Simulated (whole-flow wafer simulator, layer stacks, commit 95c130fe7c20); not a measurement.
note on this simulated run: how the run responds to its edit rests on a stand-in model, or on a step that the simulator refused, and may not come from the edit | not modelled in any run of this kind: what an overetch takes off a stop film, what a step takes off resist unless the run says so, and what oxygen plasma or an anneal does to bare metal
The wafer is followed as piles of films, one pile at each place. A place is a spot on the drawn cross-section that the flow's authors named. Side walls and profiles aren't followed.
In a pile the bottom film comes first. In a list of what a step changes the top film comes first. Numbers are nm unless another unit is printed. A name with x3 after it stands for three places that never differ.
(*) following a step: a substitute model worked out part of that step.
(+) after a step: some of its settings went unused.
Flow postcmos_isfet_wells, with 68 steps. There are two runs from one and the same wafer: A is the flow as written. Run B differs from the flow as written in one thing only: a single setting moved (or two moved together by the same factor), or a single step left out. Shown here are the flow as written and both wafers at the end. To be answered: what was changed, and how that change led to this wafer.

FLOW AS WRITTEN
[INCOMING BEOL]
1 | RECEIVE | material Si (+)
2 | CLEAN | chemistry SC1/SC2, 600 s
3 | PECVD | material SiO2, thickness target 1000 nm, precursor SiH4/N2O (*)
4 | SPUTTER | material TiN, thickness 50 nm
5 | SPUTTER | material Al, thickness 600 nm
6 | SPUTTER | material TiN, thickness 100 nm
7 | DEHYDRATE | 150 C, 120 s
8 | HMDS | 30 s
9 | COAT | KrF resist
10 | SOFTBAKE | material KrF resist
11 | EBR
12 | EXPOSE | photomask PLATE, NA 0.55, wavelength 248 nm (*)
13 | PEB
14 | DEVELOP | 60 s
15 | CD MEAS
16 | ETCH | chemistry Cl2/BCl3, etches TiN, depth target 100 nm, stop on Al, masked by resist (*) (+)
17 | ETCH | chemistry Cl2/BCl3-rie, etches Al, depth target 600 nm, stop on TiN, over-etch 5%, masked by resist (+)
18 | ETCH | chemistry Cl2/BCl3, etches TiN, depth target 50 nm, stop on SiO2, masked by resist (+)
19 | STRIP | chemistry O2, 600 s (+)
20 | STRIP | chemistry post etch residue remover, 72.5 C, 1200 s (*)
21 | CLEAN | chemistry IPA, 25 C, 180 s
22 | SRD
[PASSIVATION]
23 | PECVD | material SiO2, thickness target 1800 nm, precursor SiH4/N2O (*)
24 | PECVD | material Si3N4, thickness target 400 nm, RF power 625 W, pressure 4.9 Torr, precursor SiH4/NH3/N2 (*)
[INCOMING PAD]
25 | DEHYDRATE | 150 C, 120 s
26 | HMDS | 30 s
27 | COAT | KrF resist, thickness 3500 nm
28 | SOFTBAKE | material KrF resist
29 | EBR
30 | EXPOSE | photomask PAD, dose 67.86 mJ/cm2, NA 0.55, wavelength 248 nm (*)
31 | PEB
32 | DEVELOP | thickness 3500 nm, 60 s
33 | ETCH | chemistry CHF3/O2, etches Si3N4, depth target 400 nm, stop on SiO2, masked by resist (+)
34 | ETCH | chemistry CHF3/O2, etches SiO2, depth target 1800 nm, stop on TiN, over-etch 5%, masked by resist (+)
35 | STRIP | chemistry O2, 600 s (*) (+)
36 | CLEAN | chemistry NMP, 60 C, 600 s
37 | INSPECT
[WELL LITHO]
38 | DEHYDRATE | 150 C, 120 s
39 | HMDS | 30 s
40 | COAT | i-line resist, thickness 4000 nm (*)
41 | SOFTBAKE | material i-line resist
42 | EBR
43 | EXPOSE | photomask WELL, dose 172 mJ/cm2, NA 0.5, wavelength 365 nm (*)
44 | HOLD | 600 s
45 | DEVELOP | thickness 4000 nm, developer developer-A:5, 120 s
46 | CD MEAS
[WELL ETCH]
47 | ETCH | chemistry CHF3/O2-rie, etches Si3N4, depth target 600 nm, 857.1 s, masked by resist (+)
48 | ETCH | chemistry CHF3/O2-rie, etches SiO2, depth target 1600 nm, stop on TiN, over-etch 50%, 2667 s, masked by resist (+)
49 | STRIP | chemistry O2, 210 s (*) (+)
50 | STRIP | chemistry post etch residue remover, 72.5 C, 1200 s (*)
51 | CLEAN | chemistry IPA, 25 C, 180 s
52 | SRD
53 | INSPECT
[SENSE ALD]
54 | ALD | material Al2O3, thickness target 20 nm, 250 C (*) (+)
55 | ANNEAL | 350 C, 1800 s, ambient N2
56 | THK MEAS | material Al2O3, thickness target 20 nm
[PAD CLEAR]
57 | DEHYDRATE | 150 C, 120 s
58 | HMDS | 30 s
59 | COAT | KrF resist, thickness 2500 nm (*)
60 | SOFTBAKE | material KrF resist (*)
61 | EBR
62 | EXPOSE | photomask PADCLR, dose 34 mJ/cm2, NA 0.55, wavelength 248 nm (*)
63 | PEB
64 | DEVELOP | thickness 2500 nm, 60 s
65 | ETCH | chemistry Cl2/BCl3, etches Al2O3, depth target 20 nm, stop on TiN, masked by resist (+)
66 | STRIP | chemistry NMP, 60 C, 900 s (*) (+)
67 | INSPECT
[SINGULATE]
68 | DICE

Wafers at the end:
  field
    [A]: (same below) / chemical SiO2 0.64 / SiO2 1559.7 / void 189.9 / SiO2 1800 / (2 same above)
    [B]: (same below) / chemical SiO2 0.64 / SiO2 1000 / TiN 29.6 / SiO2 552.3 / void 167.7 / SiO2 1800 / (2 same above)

What caused this: step 18, ETCH: depth target 20 nm was run, whereas the flow has depth target 50 nm.

The path from the change to this, step by step:
  18 | ETCH | chemistry Cl2/BCl3, etches TiN, depth target 50 nm, stop on SiO2, masked by resist (+)
      field: A -50 TiN (all of it) | B -20 TiN
      margin, well900, well1300, well2000, well3000, pad_rim, pad_clr, pad_open: A -20 KrF resist | B -8 KrF resist
  23 | PECVD | material SiO2, thickness target 1800 nm, precursor SiH4/N2O (*)
      field: A +1800 SiO2 (new film), +189.9 void (new film), +559.7 SiO2 | B +1800 SiO2 (new film), +167.7 void (new film), +552.3 SiO2 (new film)
If metal films that touch count as one body, field has 1 body; the flow as written gives 0 bodies.
